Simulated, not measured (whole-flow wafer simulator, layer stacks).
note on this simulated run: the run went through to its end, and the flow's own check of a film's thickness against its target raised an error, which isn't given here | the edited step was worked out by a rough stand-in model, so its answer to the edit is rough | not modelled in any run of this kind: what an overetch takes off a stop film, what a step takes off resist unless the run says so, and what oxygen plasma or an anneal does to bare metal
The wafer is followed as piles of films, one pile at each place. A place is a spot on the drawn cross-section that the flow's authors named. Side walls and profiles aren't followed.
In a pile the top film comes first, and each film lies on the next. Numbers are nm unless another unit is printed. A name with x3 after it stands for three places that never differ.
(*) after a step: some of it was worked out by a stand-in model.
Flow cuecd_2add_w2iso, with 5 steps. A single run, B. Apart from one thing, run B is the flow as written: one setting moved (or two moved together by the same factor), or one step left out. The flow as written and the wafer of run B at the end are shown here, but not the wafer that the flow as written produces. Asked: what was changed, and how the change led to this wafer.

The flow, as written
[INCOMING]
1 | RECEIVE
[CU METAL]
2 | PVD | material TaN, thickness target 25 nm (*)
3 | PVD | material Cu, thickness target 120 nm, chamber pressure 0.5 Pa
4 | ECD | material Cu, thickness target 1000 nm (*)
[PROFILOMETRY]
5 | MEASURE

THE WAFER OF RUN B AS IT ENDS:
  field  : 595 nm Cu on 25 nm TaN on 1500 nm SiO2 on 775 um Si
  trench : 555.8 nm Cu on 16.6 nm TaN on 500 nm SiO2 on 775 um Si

Cause: step 4, ECD: thickness target 475 nm was run, while the flow as written has thickness target 1000 nm.

The path from the change to this, step by step:
  4 | ECD | material Cu, thickness target 1000 nm (*)
      field: Cu gains 475 (in the flow as written it would be: Cu gains 1000)
      trench: Cu gains 475 (in the flow as written it would be: Cu gains 2047.6)
